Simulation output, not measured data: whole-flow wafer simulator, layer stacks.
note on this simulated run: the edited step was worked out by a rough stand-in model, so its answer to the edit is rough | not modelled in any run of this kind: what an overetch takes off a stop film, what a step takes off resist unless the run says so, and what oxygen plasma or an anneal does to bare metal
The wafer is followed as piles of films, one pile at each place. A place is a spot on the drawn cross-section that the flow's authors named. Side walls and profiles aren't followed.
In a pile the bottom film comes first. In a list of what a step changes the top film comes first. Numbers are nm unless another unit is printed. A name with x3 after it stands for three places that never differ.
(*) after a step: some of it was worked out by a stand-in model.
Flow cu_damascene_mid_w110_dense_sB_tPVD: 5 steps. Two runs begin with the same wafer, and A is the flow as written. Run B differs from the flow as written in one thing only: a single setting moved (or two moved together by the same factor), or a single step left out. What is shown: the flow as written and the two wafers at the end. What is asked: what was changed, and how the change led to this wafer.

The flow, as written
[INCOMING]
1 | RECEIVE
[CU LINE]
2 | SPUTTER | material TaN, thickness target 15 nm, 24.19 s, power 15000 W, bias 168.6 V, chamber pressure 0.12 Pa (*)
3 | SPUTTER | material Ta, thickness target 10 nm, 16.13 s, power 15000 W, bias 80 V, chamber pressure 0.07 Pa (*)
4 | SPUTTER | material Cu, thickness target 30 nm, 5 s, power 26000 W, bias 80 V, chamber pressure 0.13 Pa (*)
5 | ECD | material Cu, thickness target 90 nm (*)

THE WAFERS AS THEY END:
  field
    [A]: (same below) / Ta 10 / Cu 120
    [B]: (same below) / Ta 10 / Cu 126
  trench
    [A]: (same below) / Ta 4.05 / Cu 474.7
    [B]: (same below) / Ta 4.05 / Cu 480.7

The reason: step 4, SPUTTER: thickness target 36 nm was run, whereas the flow has thickness target 30 nm.

The path from the change to this, step by step:
  4 | SPUTTER | material Cu, thickness target 30 nm, 5 s, power 26000 W, bias 80 V, chamber pressure 0.13 Pa (*)
      field: A Cu gains 30 (new film) | B Cu gains 36 (new film)
      trench: A Cu gains 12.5 (new film) | B Cu gains 15 (new film)
